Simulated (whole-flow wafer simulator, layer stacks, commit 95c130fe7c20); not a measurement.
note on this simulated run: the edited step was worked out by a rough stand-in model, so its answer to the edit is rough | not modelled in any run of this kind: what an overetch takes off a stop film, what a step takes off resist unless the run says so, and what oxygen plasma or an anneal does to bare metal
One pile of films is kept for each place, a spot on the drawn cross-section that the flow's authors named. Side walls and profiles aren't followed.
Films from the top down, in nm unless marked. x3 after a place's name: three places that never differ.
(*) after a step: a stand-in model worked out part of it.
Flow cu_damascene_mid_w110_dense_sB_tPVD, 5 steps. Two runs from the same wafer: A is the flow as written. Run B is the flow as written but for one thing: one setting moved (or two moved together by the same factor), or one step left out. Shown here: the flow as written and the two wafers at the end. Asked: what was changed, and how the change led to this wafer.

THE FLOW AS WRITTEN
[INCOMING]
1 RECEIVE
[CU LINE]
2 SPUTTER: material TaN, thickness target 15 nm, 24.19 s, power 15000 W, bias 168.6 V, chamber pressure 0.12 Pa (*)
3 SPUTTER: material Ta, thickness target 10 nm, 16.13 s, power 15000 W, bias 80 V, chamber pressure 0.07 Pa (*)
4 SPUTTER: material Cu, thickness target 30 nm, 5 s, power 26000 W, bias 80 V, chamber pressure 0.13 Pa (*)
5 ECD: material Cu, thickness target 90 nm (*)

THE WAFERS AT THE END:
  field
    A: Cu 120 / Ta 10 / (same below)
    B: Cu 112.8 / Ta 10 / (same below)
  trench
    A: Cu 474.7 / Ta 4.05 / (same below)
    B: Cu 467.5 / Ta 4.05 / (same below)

The cause: step 4, SPUTTER: power 19760 W was run, where the flow has power 26000 W.

How the change led to this, step by step:
  4 SPUTTER: material Cu, thickness target 30 nm, 5 s, power 26000 W, bias 80 V, chamber pressure 0.13 Pa (*)
      field: A Cu +30 (new film) | B Cu +22.8 (new film)
      trench: A Cu +12.5 (new film) | B Cu +9.01 (new film)
